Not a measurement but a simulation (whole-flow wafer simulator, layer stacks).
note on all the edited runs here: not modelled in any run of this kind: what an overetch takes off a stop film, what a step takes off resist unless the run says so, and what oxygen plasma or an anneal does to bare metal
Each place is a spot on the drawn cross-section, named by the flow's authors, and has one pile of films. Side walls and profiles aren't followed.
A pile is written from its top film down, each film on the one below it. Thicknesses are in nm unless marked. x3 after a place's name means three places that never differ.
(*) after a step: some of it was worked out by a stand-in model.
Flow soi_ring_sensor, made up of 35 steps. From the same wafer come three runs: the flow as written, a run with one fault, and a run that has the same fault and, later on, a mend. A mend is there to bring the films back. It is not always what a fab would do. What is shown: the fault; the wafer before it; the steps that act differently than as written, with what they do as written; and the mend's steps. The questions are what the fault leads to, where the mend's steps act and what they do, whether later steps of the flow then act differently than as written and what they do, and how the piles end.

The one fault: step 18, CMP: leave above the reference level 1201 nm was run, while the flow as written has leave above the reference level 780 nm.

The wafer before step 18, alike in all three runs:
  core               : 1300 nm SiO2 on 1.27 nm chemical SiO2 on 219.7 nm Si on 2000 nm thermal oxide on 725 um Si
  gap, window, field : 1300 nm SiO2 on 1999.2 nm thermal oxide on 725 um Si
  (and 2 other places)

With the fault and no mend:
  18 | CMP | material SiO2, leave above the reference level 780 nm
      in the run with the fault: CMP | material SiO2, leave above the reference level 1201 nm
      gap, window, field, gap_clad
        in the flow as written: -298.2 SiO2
        in the run with the fault: nothing
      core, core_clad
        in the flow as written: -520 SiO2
        in the run with the fault: -99 SiO2
  Steps later in the flow that act otherwise than as written (1 other step is not shown; it differs only slightly, by no more than 2% or 0.5 nm, whichever is larger):
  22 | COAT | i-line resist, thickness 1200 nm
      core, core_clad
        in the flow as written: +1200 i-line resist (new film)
        in the run with the fault: +1093.5 i-line resist (new film)
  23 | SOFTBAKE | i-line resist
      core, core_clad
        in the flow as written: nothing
        in the run with the fault: -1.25 i-line resist
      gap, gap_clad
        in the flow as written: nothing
        in the run with the fault: -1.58 i-line resist
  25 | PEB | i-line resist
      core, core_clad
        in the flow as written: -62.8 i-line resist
        in the run with the fault: -57 i-line resist
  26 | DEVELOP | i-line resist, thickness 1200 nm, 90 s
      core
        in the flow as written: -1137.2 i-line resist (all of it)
        in the run with the fault: -1035.3 i-line resist (all of it)
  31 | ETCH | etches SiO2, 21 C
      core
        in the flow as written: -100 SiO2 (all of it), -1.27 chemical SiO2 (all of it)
        in the run with the fault: -462 SiO2
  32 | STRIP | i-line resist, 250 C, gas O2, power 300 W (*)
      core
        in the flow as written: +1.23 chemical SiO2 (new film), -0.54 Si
        in the run with the fault: nothing
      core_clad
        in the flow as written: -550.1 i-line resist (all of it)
        in the run with the fault: -448.5 i-line resist (all of it)
  By the end, the piles at core, field, core_clad depart from the flow's by more than 2% or 0.5 nm, whichever is larger.
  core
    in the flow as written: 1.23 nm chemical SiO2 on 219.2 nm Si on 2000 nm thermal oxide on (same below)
    in the run with the fault: 59 nm SiO2 on 1.27 nm chemical SiO2 on 219.7 nm Si on 2000 nm thermal oxide on (same below)
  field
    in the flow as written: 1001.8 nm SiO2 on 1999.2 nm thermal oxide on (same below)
    in the run with the fault: 1300 nm SiO2 on 1999.2 nm thermal oxide on (same below)
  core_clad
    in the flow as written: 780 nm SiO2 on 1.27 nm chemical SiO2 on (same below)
    in the run with the fault: 1201 nm SiO2 on 1.27 nm chemical SiO2 on (same below)

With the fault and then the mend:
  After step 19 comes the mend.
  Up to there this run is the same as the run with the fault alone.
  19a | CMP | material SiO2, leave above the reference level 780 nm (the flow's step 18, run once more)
      gap, window, field, gap_clad
        -298.2 SiO2
      core, core_clad
        -421 SiO2
  Later steps of the flow that are run all act as written at every place that is followed.
  The piles end the same as the flow's at every place that both follow.
